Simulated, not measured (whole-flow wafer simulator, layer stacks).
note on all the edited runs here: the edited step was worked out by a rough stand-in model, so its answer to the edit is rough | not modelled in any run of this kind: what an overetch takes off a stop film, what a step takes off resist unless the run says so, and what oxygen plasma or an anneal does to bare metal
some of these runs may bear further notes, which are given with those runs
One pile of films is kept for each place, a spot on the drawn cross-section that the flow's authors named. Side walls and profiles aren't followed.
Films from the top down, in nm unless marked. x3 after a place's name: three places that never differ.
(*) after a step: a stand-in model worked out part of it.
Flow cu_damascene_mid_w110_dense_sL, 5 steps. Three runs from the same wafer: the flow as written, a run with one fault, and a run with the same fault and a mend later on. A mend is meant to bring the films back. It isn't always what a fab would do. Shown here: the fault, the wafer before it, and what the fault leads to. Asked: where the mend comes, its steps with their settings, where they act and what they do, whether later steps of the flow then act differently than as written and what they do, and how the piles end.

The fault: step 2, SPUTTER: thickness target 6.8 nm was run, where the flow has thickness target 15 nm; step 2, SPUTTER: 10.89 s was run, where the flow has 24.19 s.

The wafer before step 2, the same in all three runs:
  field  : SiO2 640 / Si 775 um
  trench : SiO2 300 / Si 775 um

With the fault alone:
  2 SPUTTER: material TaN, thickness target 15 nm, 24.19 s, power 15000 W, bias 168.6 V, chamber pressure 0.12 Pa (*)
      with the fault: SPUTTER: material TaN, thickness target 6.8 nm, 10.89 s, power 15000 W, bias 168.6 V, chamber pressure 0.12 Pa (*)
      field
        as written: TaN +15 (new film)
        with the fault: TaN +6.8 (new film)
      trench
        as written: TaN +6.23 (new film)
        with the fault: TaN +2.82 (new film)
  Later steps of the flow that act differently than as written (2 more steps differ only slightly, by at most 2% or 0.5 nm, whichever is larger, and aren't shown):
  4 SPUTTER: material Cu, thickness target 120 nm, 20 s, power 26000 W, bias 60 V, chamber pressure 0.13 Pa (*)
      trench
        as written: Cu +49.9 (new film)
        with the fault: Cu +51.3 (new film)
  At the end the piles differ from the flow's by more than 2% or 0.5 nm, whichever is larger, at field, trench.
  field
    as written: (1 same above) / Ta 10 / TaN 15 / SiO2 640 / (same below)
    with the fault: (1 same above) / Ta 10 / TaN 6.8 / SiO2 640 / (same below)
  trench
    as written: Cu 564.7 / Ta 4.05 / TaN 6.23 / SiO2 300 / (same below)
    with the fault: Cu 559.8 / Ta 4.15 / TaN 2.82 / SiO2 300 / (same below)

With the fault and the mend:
  The mend comes after step 2.
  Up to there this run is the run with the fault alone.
  2a SPUTTER: material TaN, thickness target 8.2 nm, 13.22 s, power 15000 W, bias 168.6 V, chamber pressure 0.12 Pa (*) (the flow's step 2 once more, with other settings)
      field
        TaN +8.2
      trench
        TaN +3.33
  No later step of the flow acts differently than as written, at any place that is followed, by more than 2% or 0.5 nm, whichever is larger.
  At the end the piles differ from the flow's only slightly at the places that both follow, by at most 2% or 0.5 nm, whichever is larger.
